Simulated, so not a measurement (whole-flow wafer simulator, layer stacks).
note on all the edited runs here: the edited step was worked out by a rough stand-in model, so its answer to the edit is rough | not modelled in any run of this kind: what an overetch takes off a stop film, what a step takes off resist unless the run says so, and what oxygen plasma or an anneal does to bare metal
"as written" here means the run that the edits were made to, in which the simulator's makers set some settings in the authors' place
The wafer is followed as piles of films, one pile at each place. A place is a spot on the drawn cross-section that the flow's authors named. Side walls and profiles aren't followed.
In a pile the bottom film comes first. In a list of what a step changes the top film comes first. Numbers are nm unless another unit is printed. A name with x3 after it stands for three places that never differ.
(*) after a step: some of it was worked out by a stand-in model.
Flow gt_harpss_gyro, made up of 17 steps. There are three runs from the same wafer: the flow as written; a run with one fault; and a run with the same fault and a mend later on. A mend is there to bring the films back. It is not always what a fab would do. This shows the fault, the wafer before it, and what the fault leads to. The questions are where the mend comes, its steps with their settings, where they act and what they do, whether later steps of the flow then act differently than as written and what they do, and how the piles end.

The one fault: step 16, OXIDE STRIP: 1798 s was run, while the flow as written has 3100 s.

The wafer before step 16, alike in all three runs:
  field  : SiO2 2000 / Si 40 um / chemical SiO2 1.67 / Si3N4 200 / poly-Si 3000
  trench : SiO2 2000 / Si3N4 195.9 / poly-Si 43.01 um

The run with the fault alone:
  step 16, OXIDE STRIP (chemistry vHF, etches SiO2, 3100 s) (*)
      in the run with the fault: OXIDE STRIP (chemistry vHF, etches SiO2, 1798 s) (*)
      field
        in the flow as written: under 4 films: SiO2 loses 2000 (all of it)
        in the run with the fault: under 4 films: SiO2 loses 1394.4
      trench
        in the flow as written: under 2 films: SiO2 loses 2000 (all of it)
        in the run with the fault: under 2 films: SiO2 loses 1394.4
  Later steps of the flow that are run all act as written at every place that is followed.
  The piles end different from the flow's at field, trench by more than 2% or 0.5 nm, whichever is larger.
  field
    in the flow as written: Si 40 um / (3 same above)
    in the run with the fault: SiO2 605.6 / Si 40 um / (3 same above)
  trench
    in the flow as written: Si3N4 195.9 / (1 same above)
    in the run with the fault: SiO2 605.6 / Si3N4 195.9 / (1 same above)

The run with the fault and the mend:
  After step 17 comes the mend.
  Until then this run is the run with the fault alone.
  step 17a, OXIDE STRIP (chemistry vHF, etches SiO2, 1302 s) (*) (a further turn of the flow's step 16, with different settings)
      field
        under 4 films: SiO2 loses 605.6 (all of it)
      trench
        under 2 films: SiO2 loses 605.6 (all of it)
  Later steps of the flow that are run all act as written at every place that is followed.
  The piles end the same as the flow's at every place that both follow.
